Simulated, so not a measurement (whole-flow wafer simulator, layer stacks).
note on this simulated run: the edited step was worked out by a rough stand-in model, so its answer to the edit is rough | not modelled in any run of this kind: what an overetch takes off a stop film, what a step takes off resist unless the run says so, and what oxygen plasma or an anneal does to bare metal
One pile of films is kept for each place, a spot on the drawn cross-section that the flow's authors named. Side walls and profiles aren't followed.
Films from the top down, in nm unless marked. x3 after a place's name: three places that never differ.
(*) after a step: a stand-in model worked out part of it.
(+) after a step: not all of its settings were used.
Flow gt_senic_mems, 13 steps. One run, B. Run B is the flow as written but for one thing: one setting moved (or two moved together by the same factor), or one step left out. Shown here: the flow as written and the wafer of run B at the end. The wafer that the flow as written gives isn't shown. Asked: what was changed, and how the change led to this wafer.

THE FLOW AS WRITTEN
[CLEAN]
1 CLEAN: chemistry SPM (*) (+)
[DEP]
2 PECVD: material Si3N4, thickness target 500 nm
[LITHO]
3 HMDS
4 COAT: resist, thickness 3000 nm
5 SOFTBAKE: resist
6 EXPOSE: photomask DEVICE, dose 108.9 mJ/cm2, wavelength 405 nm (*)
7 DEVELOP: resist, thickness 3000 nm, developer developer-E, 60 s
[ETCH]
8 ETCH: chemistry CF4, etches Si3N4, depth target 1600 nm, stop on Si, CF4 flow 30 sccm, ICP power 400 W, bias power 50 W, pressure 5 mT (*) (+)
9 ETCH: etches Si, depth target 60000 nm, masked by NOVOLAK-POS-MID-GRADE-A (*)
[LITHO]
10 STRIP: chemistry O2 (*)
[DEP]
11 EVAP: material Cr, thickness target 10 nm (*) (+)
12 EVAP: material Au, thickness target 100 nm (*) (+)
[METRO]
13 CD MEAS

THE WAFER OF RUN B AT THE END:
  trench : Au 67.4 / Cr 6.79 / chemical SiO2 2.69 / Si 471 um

The cause: step 9, ETCH: depth target 54000 nm was run, where the flow has depth target 60000 nm.

How the change led to this, step by step:
  9 ETCH: etches Si, depth target 60000 nm, masked by NOVOLAK-POS-MID-GRADE-A (*)
      field: resist -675 (as written it would be: resist -750)
      trench: Si -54 um (as written it would be: Si -60 um)
  10 STRIP: chemistry O2 (*)
      field: resist -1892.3 (all of it) (as written it would be: resist -1817.3 (all of it))
  12 EVAP: material Au, thickness target 100 nm (*) (+)
      trench: Au +67.4 (new film) (as written it would be: Au +64.1 (new film))
